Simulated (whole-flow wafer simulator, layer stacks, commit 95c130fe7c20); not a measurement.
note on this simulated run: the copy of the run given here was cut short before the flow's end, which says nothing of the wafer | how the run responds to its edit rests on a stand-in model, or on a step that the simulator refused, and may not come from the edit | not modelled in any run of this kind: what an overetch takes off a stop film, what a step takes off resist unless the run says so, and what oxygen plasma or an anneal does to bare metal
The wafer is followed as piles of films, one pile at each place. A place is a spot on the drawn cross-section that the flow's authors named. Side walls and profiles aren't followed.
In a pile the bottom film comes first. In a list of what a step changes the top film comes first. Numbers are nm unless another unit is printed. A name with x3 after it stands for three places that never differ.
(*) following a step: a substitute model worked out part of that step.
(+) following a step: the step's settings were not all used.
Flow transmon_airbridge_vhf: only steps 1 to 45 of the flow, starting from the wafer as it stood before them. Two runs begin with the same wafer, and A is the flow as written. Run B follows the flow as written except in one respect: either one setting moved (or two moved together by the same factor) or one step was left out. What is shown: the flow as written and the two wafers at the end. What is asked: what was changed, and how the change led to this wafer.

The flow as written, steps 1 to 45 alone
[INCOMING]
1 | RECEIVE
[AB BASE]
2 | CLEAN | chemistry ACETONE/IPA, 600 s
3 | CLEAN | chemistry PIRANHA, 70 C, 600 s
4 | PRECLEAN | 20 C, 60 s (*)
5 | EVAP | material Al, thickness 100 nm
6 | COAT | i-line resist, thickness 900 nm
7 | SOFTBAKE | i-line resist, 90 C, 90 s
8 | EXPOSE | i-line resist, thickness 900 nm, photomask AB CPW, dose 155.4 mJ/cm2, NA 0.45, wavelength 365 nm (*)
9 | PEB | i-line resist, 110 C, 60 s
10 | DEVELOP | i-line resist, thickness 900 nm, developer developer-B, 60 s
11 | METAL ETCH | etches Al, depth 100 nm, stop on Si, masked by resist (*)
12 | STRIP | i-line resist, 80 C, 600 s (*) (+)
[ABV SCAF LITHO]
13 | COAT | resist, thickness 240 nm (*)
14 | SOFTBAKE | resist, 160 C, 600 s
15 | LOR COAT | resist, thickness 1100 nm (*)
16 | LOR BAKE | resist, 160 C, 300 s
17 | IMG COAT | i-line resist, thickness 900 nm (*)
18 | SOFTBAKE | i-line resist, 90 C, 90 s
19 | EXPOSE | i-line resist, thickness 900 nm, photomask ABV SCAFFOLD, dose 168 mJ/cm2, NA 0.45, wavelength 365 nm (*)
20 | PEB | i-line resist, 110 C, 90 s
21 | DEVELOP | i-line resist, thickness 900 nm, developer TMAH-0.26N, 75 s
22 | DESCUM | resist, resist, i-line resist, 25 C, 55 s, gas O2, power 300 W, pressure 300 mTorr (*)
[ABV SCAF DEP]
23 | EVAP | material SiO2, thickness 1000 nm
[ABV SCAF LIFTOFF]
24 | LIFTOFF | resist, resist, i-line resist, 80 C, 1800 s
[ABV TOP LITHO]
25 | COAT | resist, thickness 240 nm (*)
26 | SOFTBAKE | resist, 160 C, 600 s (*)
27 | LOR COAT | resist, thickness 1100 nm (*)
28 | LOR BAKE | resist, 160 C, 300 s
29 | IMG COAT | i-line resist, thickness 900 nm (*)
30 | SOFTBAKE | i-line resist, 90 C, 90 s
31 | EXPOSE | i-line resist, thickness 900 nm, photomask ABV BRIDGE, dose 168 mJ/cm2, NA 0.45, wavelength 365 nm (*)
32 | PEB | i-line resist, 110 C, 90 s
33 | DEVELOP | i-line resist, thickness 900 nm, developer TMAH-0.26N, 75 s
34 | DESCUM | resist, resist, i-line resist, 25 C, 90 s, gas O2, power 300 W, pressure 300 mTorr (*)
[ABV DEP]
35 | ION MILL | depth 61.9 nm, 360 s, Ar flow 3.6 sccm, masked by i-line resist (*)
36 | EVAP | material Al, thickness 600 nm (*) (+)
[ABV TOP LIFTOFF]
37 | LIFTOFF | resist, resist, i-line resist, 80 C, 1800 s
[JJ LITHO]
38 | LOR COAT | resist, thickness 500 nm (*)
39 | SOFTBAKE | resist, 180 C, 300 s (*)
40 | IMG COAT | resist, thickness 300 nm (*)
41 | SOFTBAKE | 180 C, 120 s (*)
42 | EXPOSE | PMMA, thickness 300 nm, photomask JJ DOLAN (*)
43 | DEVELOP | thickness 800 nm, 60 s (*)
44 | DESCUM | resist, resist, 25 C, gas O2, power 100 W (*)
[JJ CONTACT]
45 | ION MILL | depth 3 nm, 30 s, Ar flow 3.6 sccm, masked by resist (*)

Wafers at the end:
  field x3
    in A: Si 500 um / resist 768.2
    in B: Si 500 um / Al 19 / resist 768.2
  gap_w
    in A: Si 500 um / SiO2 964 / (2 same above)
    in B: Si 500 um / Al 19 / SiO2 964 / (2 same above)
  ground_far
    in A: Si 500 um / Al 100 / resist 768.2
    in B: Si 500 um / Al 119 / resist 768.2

Cause: step 5, EVAP: thickness 119 nm was run, though the flow has thickness 100 nm.
One can read it off the wafer: ground_far has Al 119, and step 5 as written asks for 100 nm.

How this came from the change, step by step:
  5 | EVAP | material Al, thickness 100 nm
      field x3, jj_line, ground_far and 12 more: A Al gains 100 (new film) | B Al gains 119 (new film)
  11 | METAL ETCH | etches Al, depth 100 nm, stop on Si, masked by resist (*)
      field x3, jj_line, gap_w, gap_e: A Al loses 100 (all of it) | B Al loses 100
  45 | ION MILL | depth 3 nm, 30 s, Ar flow 3.6 sccm, masked by resist (*)
      jj_line: A Si loses 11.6 | B Al loses 19 (all of it), Si loses 0.93
Taking metal films that touch as one body, field x3 has 1 body; the flow as written gives 0 bodies.
Taking metal films that touch as one body, gap_w has 2 bodies (between them, from the top down: SiO2 964); the flow as written gives 1 body.
